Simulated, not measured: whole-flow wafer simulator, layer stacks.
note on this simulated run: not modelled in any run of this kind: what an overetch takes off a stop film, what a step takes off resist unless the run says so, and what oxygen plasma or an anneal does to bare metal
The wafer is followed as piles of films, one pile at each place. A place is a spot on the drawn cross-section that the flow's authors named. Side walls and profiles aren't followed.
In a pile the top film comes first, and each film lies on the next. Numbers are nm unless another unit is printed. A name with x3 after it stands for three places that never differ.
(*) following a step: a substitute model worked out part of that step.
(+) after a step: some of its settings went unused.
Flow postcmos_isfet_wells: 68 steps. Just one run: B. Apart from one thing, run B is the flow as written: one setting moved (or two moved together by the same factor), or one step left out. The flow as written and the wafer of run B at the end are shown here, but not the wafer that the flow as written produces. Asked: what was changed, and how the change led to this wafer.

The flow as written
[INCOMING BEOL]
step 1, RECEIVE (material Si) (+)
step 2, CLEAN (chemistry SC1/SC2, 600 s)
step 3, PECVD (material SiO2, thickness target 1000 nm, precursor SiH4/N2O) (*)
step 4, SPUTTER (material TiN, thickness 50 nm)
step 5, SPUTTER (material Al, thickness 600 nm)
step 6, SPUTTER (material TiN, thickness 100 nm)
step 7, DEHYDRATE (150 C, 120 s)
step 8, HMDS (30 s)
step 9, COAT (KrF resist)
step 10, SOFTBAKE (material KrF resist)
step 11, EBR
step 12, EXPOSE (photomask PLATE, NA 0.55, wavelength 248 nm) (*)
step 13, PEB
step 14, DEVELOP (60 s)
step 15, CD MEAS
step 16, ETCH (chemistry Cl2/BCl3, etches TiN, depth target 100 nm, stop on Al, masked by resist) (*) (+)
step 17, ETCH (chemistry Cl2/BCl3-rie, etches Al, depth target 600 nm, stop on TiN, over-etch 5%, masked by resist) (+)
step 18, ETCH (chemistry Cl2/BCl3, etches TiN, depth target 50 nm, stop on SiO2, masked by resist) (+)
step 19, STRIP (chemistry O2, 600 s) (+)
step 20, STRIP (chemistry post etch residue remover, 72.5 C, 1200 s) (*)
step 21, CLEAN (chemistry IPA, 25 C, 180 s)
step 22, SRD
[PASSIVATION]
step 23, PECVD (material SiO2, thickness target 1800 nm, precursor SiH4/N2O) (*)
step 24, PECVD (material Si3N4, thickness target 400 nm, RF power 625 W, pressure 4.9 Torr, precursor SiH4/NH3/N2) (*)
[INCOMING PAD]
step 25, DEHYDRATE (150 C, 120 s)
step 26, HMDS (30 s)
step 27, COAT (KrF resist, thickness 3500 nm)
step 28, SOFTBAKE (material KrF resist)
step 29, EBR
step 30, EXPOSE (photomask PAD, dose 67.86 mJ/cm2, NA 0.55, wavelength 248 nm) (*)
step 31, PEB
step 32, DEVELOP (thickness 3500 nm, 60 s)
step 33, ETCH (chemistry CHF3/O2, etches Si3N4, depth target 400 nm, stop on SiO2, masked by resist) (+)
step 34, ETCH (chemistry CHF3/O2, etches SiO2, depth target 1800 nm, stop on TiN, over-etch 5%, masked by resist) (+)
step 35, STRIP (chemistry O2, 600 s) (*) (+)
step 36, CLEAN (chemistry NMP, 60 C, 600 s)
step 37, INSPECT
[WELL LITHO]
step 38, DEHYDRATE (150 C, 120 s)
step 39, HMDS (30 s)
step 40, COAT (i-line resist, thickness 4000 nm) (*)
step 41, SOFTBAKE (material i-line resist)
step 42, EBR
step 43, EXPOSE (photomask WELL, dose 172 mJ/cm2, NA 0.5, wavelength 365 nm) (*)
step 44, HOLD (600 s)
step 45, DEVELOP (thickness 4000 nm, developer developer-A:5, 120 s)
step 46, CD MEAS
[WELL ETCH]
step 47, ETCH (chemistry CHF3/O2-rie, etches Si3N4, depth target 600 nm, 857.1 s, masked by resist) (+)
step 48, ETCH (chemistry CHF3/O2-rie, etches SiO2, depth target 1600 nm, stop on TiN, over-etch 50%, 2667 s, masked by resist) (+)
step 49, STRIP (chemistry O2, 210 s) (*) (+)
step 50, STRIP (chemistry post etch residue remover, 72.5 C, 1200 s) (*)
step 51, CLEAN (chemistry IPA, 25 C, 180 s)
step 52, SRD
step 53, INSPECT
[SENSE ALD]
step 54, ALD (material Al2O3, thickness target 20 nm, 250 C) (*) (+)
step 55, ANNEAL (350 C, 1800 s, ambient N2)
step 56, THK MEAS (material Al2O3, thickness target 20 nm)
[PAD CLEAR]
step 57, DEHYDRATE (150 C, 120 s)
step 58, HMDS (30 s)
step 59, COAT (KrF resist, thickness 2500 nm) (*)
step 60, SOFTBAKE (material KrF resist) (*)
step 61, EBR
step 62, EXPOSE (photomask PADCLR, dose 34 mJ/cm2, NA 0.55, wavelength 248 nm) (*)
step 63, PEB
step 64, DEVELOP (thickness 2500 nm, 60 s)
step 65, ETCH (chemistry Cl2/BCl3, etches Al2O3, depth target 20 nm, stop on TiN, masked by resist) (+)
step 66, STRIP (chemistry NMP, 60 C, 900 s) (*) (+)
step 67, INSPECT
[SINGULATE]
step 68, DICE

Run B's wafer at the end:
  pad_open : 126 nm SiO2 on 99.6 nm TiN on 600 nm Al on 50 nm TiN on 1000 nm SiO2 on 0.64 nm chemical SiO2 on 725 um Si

What caused this: step 33, ETCH: depth target 280 nm was run, while the flow as written has depth target 400 nm.

How this came from the change, step by step:
  step 33, ETCH (chemistry CHF3/O2, etches Si3N4, depth target 400 nm, stop on SiO2, masked by resist) (+)
      pad_open: Si3N4 loses 280 (it would be, as written: Si3N4 loses 400 (all of it))
      field, margin, well900, well1300 x3, pad_rim, pad_clr: KrF resist loses 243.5 (it would be, as written: KrF resist loses 347.8)
  step 34, ETCH (chemistry CHF3/O2, etches SiO2, depth target 1800 nm, stop on TiN, over-etch 5%, masked by resist) (+)
      pad_open: Si3N4 loses 120 (all of it), SiO2 loses 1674 (it would be, as written: SiO2 loses 1800 (all of it))
  step 35, STRIP (chemistry O2, 600 s) (*) (+)
      field, margin, well900, well1300 x3, pad_rim, pad_clr: KrF resist loses 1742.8 (all of it) (it would be, as written: KrF resist loses 1638.4 (all of it))
  step 41, SOFTBAKE (material i-line resist)
      pad_clr: i-line resist loses 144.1 (it would be, as written: i-line resist loses 156.7)
      pad_open: i-line resist gains 109.7 (it would be, as written: i-line resist gains 115.3)
  step 49, STRIP (chemistry O2, 210 s) (*) (+)
      pad_clr: i-line resist loses 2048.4 (all of it) (it would be, as written: i-line resist loses 1996.5 (all of it))
  step 59, COAT (KrF resist, thickness 2500 nm) (*)
      pad_clr: KrF resist gains 1733.9 (new film) (it would be, as written: KrF resist gains 1691.6 (new film))
  step 60, SOFTBAKE (material KrF resist) (*)
      pad_clr: KrF resist loses 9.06 (it would be, as written: KrF resist loses 9.57)
  step 64, DEVELOP (thickness 2500 nm, 60 s)
      pad_clr: KrF resist loses 1724.8 (all of it) (it would be, as written: KrF resist loses 1682 (all of it))
